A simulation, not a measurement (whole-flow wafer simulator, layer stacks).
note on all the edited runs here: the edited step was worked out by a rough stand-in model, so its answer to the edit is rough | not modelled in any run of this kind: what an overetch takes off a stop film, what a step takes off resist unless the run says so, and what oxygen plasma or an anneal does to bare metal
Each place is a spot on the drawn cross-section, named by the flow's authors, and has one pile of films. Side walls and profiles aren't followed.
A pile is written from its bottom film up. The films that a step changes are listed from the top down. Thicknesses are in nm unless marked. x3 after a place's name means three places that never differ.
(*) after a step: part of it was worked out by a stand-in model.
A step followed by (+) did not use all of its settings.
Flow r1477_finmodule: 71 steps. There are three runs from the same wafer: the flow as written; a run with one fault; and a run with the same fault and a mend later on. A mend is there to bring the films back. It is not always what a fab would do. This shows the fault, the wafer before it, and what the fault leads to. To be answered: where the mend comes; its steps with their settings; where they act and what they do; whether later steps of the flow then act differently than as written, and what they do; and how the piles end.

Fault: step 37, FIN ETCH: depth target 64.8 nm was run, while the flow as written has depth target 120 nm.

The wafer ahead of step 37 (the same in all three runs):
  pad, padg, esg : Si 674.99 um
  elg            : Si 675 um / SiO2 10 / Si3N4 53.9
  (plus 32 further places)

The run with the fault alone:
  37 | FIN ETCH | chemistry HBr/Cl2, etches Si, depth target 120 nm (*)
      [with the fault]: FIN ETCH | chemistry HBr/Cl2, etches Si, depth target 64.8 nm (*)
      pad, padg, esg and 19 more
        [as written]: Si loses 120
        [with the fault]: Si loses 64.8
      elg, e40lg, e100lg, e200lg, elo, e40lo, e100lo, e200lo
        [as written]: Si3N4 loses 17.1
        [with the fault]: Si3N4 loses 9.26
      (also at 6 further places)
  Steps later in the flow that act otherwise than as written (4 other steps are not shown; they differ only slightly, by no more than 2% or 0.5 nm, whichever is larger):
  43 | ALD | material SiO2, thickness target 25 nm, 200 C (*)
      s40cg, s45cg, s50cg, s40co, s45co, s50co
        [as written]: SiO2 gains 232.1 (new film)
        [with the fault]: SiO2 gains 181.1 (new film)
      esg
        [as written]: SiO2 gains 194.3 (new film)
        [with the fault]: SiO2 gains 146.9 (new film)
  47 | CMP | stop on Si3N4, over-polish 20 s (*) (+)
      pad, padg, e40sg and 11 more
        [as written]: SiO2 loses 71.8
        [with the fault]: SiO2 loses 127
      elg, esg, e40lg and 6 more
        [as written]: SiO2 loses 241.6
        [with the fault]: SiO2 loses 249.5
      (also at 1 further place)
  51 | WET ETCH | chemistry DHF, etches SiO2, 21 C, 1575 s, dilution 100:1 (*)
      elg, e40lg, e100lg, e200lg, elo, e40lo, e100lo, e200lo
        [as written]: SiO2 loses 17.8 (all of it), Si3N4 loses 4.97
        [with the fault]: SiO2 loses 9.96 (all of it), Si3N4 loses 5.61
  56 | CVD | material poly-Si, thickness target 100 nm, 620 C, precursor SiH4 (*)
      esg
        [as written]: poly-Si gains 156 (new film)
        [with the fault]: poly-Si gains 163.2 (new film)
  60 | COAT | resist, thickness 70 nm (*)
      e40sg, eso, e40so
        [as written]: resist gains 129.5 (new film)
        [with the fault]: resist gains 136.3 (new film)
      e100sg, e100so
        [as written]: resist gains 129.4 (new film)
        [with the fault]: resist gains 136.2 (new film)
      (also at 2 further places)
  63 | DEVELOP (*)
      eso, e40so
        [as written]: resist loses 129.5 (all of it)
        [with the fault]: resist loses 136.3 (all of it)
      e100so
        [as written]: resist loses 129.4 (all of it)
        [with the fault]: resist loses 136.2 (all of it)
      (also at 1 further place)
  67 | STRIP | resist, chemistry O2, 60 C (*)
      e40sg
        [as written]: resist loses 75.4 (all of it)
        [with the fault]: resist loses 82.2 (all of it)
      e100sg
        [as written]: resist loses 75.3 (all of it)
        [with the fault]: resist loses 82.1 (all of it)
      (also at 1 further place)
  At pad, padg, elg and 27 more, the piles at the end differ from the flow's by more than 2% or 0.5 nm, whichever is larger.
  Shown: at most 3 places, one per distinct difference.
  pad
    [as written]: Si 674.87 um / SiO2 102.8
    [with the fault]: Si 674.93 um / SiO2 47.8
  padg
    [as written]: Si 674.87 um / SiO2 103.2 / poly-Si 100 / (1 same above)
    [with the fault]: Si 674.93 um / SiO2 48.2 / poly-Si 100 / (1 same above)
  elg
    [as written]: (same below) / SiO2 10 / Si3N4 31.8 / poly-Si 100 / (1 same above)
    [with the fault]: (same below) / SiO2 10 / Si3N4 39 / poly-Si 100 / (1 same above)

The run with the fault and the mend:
  The mend stands after step 38.
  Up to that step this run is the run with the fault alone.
  38a | FIN ETCH | chemistry HBr/Cl2, etches Si, depth target 55.2 nm (*) (the flow's step 37 again, with other settings)
      pad, padg, esg and 19 more
        Si loses 55.2
      elg, e40lg, e100lg, e200lg, elo, e40lo, e100lo, e200lo
        Si3N4 loses 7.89
      s40sg_line, s45sg_line, s50sg_line, s40so_line, s45so_line, s50so_line
        SiO2 loses 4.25
  Later steps of the flow that are run all act as written at every place that is followed.
  At every place that both follow, the piles at the end match the flow's.
